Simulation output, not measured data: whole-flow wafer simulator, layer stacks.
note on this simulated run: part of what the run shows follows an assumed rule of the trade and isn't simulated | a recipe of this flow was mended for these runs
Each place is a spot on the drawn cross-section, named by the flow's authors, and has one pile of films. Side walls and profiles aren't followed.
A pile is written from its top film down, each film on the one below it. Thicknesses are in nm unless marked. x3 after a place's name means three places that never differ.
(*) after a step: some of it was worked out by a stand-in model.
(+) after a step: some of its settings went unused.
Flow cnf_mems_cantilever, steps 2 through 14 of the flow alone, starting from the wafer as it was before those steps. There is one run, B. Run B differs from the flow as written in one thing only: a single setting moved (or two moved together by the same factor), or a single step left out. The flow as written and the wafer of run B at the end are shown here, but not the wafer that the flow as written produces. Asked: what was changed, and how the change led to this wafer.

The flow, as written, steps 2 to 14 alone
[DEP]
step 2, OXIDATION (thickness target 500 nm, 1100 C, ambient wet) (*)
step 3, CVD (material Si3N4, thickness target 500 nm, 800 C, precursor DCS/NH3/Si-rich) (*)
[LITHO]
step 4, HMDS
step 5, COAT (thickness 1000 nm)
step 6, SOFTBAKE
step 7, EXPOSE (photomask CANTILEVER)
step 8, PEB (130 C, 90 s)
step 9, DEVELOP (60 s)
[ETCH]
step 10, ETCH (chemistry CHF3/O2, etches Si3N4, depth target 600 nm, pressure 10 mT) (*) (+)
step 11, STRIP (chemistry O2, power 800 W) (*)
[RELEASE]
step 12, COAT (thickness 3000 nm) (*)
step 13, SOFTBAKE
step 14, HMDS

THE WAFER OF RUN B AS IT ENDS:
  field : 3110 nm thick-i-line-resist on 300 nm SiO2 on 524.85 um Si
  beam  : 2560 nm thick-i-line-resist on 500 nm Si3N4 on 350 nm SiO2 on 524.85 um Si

What caused this: step 2, OXIDATION: thickness target 350 nm was run, though the flow has thickness target 500 nm.
The wafer itself shows it: beam has SiO2 350, and step 2 as written asks for 500 nm.

The path from the change to this, step by step:
  step 2, OXIDATION (thickness target 500 nm, 1100 C, ambient wet) (*)
      field, beam: SiO2 gains 350 (new film), chemical SiO2 loses 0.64 (all of it), Si loses 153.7 (it would be, as written: SiO2 gains 500 (new film), chemical SiO2 loses 0.64 (all of it), Si loses 219.7)
